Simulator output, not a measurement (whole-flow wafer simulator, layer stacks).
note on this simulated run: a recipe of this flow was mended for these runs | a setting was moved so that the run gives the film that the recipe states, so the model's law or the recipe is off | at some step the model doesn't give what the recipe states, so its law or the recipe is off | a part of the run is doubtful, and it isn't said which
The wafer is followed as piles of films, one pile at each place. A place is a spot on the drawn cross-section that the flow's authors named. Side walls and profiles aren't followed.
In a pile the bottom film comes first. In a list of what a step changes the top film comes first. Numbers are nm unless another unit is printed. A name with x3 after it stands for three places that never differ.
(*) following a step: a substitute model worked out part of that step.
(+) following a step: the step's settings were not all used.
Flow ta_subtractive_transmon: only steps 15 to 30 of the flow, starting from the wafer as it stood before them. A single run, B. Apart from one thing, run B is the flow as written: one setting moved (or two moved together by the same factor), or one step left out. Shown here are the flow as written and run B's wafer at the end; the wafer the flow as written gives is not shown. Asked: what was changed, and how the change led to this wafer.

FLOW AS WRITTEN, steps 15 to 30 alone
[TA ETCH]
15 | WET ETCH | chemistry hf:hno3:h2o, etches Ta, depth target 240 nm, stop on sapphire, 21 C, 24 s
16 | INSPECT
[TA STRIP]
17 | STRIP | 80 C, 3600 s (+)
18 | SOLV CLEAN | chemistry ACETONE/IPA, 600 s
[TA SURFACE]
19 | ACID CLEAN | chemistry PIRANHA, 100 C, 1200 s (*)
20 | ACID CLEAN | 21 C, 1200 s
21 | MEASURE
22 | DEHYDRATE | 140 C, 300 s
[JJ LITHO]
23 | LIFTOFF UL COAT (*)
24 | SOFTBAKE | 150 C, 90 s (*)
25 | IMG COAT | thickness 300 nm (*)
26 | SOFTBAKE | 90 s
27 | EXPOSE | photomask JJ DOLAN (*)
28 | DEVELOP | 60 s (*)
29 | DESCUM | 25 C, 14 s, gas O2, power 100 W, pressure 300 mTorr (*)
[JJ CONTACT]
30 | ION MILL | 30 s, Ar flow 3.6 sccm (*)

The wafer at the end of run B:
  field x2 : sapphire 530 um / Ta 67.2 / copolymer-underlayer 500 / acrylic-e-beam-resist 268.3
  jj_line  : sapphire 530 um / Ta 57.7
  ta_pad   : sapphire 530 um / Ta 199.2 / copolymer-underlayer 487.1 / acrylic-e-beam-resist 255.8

Cause: step 15, WET ETCH: 13.2 s was run, while the flow as written has 24 s.

How this came from the change, step by step:
  15 | WET ETCH | chemistry hf:hno3:h2o, etches Ta, depth target 240 nm, stop on sapphire, 21 C, 24 s
      field x2, jj_line, lead: Ta loses 132 (as written it would have been: Ta loses 199.7 (all of it))
  23 | LIFTOFF UL COAT (*)
      lead: copolymer-underlayer gains 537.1 (new film) (as written it would have been: copolymer-underlayer gains 554.7 (new film))
      ta_contact: copolymer-underlayer gains 461.7 (new film) (as written it would have been: copolymer-underlayer gains 443.9 (new film))
  25 | IMG COAT | thickness 300 nm (*)
      ta_pad: acrylic-e-beam-resist gains 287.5 (new film) (as written it would have been: acrylic-e-beam-resist gains 281.4 (new film))
  28 | DEVELOP | 60 s (*)
      lead: acrylic-e-beam-resist loses 308.3 (all of it), copolymer-underlayer loses 537.1 (all of it) (as written it would have been: acrylic-e-beam-resist loses 312.5 (all of it), copolymer-underlayer loses 554.7 (all of it))
      ta_contact: acrylic-e-beam-resist loses 291.8 (all of it), copolymer-underlayer loses 461.7 (all of it) (as written it would have been: acrylic-e-beam-resist loses 287.5 (all of it), copolymer-underlayer loses 443.9 (all of it))
  30 | ION MILL | 30 s, Ar flow 3.6 sccm (*)
      jj_line, lead: Ta loses 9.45 (as written it would have been: sapphire loses 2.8)
Taking metal films that touch as one body, field x2 has 1 body; the flow as written gives 0 bodies.
Taking metal films that touch as one body, jj_line has 1 body; the flow as written gives 0 bodies.
